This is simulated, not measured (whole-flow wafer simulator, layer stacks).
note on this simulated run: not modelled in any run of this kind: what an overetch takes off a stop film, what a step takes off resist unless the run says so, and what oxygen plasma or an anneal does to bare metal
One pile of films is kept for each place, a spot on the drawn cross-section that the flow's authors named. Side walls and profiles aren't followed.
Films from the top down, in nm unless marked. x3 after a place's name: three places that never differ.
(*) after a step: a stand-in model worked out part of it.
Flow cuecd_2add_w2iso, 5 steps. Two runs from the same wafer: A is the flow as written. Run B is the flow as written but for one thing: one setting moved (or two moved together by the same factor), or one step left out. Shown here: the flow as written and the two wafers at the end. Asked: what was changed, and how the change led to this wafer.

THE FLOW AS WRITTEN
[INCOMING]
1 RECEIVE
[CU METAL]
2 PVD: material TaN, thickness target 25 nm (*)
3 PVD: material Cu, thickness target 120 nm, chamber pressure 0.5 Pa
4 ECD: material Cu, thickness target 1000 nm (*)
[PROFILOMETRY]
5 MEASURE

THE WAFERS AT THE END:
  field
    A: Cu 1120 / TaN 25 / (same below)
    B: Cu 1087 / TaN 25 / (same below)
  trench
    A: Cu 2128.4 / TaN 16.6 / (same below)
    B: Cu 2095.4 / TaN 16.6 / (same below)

The cause: step 3, PVD: thickness target 87 nm was run, where the flow has thickness target 120 nm.

How the change led to this, step by step:
  3 PVD: material Cu, thickness target 120 nm, chamber pressure 0.5 Pa
      field: A Cu +120 (new film) | B Cu +87 (new film)
      trench: A Cu +80.8 (new film) | B Cu +58.7 (new film)
